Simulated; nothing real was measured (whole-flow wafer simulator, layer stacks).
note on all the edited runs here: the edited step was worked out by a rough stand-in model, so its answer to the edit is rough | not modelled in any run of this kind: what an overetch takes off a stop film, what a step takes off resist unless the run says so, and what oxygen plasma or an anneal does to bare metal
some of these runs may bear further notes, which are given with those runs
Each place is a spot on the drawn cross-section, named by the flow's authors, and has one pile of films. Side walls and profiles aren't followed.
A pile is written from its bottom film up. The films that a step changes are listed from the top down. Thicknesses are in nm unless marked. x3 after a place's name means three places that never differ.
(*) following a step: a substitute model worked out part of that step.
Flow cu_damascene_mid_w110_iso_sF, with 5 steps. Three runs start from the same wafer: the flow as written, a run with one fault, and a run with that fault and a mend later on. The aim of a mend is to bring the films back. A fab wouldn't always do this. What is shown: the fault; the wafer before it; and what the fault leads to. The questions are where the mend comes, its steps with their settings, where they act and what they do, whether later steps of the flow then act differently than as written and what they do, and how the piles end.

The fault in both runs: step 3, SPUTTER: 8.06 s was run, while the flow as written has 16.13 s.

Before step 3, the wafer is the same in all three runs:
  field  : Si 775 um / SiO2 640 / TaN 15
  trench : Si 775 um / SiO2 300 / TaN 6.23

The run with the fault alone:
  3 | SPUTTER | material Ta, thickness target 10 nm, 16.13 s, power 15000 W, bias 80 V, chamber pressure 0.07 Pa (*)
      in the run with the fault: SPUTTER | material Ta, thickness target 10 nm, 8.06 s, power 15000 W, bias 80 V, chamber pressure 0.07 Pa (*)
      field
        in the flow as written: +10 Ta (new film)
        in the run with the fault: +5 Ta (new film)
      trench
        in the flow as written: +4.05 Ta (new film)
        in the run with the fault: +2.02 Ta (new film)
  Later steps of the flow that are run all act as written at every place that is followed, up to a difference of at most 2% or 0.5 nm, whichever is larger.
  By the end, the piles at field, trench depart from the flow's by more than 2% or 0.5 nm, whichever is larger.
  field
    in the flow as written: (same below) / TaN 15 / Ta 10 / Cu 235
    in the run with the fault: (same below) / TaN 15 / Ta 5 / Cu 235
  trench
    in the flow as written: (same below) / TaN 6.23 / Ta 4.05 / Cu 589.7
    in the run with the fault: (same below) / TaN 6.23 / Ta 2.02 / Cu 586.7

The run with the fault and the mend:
  After step 3 comes the mend.
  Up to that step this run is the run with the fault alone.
  3a | SPUTTER | material Ta, thickness target 10 nm, 8.07 s, power 15000 W, bias 80 V, chamber pressure 0.07 Pa (*) (a further turn of the flow's step 3, with different settings)
      field
        +5 Ta
      trench
        +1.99 Ta
  Later steps of the flow that are run all act as written at every place that is followed, up to a difference of at most 2% or 0.5 nm, whichever is larger.
  The piles end only slightly different from the flow's at the places that both follow, by no more than 2% or 0.5 nm, whichever is larger.
